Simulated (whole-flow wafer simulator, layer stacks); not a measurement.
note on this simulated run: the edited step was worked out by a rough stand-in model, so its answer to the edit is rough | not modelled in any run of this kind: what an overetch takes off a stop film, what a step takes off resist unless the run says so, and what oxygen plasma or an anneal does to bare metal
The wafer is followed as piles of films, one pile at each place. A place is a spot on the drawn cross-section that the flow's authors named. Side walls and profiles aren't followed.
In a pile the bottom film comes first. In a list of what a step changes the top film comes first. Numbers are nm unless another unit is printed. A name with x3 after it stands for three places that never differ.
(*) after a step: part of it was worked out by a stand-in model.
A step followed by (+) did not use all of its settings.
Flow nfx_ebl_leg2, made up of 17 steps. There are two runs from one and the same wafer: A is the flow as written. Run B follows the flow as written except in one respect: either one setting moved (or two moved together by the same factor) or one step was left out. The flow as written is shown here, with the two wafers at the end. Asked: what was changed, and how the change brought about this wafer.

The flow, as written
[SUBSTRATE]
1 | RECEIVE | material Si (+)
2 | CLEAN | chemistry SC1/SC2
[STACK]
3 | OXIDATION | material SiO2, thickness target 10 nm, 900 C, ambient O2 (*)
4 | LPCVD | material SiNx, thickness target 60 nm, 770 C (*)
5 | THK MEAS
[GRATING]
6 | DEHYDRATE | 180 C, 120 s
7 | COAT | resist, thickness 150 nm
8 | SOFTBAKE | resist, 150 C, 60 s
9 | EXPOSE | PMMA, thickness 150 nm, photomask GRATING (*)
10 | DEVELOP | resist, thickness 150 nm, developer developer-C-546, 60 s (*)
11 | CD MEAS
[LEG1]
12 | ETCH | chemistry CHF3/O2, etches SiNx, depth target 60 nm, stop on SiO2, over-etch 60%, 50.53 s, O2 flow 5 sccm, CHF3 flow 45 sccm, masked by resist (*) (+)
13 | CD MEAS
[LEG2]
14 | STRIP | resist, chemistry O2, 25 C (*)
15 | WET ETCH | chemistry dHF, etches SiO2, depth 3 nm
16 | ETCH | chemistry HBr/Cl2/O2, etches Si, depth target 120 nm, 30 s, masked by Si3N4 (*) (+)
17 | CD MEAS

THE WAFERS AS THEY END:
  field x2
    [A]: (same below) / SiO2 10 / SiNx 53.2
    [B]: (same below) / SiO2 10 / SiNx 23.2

The reason: step 4, LPCVD: thickness target 30 nm was run, though the flow has thickness target 60 nm.

How this came from the change, step by step:
  4 | LPCVD | material SiNx, thickness target 60 nm, 770 C (*)
      field x2, pad x2: A +60 SiNx (new film) | B +30 SiNx (new film)
  12 | ETCH | chemistry CHF3/O2, etches SiNx, depth target 60 nm, stop on SiO2, over-etch 60%, 50.53 s, O2 flow 5 sccm, CHF3 flow 45 sccm, masked by resist (*) (+)
      pad x2: A -60 SiNx (all of it), -10 SiO2 (all of it) | B -30 SiNx (all of it), -10 SiO2 (all of it)
